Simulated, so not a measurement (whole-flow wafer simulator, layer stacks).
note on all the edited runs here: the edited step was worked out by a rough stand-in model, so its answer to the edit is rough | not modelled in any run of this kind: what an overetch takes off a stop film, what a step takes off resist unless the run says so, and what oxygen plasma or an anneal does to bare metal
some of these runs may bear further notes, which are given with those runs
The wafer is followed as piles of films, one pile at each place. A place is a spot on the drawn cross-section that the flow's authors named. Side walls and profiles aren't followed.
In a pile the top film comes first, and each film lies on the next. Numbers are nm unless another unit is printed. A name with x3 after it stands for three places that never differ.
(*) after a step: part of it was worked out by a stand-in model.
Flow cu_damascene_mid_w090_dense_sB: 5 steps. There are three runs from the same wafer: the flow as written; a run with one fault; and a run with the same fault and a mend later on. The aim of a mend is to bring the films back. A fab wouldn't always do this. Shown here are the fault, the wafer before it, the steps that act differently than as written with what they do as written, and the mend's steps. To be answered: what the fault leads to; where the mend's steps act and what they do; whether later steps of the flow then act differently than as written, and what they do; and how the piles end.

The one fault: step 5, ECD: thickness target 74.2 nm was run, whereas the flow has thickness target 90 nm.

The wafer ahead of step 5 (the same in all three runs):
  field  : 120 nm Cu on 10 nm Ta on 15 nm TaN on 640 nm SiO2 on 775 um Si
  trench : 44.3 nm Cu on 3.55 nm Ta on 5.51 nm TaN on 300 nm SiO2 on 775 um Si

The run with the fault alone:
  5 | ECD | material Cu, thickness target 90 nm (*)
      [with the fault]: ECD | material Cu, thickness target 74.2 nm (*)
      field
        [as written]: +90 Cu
        [with the fault]: +74.2 Cu
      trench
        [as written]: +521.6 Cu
        [with the fault]: +505.8 Cu
  None of the later steps of the flow acts differently than as written at any place that is followed.
  The piles end different from the flow's at field, trench by more than 2% or 0.5 nm, whichever is larger.
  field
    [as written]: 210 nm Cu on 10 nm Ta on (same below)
    [with the fault]: 194.2 nm Cu on 10 nm Ta on (same below)
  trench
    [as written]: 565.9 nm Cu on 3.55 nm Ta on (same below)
    [with the fault]: 550.1 nm Cu on 3.55 nm Ta on (same below)

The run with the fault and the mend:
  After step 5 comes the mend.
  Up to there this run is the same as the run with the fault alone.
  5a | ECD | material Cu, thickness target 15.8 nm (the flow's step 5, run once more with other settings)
      field, trench
        +15.8 Cu
  None of the later steps of the flow acts differently than as written at any place that is followed.
  By the end, the piles equal the flow's at every place that both follow.
